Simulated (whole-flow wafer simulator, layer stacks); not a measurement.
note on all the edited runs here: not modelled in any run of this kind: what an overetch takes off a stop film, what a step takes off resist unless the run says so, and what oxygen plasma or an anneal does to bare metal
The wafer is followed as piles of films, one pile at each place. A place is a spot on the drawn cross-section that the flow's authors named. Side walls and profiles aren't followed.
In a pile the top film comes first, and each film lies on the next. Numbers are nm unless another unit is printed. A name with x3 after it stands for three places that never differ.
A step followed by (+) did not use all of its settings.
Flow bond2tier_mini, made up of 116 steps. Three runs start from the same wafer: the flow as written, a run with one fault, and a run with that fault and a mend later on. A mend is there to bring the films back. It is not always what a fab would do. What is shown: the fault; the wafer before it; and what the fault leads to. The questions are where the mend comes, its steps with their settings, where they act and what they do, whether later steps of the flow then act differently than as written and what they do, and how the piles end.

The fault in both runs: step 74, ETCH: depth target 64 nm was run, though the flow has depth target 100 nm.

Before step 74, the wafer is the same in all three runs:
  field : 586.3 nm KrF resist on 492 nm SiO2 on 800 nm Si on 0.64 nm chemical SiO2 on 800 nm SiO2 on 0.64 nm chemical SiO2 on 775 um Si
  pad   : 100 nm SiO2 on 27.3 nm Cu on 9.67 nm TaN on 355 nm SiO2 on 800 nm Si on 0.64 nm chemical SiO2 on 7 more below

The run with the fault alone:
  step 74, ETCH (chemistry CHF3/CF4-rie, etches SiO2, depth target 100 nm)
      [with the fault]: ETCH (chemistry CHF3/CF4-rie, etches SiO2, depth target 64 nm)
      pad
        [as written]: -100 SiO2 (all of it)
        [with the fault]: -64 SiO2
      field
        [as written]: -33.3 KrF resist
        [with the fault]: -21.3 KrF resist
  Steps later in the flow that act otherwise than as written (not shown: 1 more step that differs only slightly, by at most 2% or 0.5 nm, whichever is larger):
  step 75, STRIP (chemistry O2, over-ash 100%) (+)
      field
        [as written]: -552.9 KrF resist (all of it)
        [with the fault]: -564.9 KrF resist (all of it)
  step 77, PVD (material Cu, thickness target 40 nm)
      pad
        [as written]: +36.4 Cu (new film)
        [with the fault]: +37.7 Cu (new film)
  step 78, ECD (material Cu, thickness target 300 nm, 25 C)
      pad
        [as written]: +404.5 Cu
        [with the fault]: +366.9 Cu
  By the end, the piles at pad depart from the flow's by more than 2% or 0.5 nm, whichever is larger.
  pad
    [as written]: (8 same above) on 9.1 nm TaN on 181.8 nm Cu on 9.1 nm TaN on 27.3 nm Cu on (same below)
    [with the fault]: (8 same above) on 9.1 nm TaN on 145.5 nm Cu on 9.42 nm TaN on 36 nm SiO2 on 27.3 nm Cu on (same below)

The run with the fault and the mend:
  The mend stands after step 74.
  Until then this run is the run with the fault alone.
  step 74a, ETCH (chemistry CHF3/CF4-rie, etches SiO2, depth target 36 nm) (the flow's step 74 again, with other settings)
      field
        -12 KrF resist
      pad
        -36 SiO2 (all of it)
  Later steps of the flow that are run all act as written at every place that is followed.
  At every place that both follow, the piles at the end match the flow's.
